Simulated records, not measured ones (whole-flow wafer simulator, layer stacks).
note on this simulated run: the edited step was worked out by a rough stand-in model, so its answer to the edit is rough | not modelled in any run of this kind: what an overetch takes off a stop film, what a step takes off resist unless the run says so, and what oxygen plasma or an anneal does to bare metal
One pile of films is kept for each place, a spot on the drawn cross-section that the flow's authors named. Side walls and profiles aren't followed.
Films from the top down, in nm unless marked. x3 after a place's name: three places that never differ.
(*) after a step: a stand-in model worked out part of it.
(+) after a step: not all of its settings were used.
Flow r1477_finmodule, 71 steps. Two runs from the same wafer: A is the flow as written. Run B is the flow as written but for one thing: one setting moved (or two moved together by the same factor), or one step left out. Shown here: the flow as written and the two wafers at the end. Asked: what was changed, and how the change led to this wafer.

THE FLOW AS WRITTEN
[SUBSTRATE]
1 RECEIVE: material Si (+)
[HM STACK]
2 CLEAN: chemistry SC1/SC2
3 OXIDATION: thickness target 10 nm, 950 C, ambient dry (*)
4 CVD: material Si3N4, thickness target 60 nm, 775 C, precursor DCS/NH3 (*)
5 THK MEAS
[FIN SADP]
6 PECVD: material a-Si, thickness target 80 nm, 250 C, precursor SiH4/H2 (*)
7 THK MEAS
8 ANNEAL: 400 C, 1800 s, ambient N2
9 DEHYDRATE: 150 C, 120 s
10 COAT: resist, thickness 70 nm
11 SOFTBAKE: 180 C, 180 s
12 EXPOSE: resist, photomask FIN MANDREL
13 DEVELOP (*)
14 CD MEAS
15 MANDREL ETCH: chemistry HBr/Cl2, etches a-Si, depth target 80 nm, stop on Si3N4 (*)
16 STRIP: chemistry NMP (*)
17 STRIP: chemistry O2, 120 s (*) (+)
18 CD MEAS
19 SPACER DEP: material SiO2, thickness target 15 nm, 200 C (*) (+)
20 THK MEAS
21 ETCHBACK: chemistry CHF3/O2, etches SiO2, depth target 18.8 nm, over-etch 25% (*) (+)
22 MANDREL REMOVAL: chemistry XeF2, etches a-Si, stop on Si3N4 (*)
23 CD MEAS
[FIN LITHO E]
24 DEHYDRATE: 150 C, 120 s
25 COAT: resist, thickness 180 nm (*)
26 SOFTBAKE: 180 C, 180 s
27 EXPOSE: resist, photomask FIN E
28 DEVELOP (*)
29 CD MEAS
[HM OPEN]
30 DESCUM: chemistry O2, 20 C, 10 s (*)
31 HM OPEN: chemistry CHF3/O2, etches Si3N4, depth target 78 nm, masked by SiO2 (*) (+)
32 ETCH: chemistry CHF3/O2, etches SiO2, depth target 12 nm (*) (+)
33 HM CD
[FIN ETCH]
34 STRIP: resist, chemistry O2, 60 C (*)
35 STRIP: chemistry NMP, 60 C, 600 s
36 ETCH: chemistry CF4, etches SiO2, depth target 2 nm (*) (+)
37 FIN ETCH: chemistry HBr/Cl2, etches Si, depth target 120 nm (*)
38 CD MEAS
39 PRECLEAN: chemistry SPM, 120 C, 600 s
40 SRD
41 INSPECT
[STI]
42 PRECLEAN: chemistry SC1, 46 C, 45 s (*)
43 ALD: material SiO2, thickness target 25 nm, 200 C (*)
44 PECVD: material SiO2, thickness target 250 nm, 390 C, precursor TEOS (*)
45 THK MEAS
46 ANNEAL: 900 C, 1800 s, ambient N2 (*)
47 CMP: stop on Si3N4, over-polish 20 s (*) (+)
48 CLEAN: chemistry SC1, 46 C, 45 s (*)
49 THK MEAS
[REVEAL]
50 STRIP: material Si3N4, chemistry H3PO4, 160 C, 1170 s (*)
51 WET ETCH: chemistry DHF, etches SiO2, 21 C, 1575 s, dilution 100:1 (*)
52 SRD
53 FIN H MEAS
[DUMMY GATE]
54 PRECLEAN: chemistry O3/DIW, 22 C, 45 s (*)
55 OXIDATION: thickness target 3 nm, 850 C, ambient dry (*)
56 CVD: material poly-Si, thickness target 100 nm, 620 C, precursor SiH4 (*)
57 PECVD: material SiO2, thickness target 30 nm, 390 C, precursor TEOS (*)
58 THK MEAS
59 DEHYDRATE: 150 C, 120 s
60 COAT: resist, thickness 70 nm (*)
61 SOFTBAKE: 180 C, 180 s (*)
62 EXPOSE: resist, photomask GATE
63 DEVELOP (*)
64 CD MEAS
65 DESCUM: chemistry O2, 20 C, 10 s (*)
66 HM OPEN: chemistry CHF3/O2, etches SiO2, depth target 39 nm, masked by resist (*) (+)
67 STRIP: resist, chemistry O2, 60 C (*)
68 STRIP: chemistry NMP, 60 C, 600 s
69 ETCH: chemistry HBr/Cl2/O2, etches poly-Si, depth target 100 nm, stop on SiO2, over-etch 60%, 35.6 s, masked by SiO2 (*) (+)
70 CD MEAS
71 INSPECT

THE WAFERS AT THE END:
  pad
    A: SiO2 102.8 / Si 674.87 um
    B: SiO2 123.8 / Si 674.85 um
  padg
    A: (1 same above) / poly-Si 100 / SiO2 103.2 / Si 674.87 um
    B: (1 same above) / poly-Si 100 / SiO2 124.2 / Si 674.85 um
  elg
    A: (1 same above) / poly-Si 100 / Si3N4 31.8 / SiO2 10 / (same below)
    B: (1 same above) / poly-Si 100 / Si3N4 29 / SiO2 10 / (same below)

The cause: step 37, FIN ETCH: depth target 141 nm was run, where the flow has depth target 120 nm.

How the change led to this, step by step:
  37 FIN ETCH: chemistry HBr/Cl2, etches Si, depth target 120 nm (*)
      pad, padg, esg and 19 more: A Si -120 | B Si -141
      elg, e40lg, e100lg, e200lg, elo, e40lo, e100lo, e200lo: A Si3N4 -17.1 | B Si3N4 -20.1
      (and at 6 more places)
  43 ALD: material SiO2, thickness target 25 nm, 200 C (*)
      s40cg, s45cg, s50cg, s40co, s45co, s50co: A SiO2 +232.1 (new film) | B SiO2 +251.5 (new film)
      esg: A SiO2 +194.3 (new film) | B SiO2 +212.3 (new film)
  47 CMP: stop on Si3N4, over-polish 20 s (*) (+)
      pad, padg, e40sg and 11 more: A SiO2 -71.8 | B SiO2 -50.8
      eso: A SiO2 -72.4 | B SiO2 -51.4
  51 WET ETCH: chemistry DHF, etches SiO2, 21 C, 1575 s, dilution 100:1 (*)
      elg, e40lg, e100lg, e200lg, elo, e40lo, e100lo, e200lo: A SiO2 -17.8 (all of it), Si3N4 -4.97 | B SiO2 -20.7 (all of it), Si3N4 -4.74
  60 COAT: resist, thickness 70 nm (*)
      e40sg, eso, e40so: A resist +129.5 (new film) | B resist +126.9 (new film)
      e100sg, e100so: A resist +129.4 (new film) | B resist +126.8 (new film)
      (and at 2 more places)
  63 DEVELOP (*)
      eso, e40so: A resist -129.5 (all of it) | B resist -126.9 (all of it)
      e100so: A resist -129.4 (all of it) | B resist -126.8 (all of it)
      (and at 1 more place)
  67 STRIP: resist, chemistry O2, 60 C (*)
      e40sg: A resist -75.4 (all of it) | B resist -72.8 (all of it)
      e100sg: A resist -75.3 (all of it) | B resist -72.7 (all of it)
      (and at 1 more place)
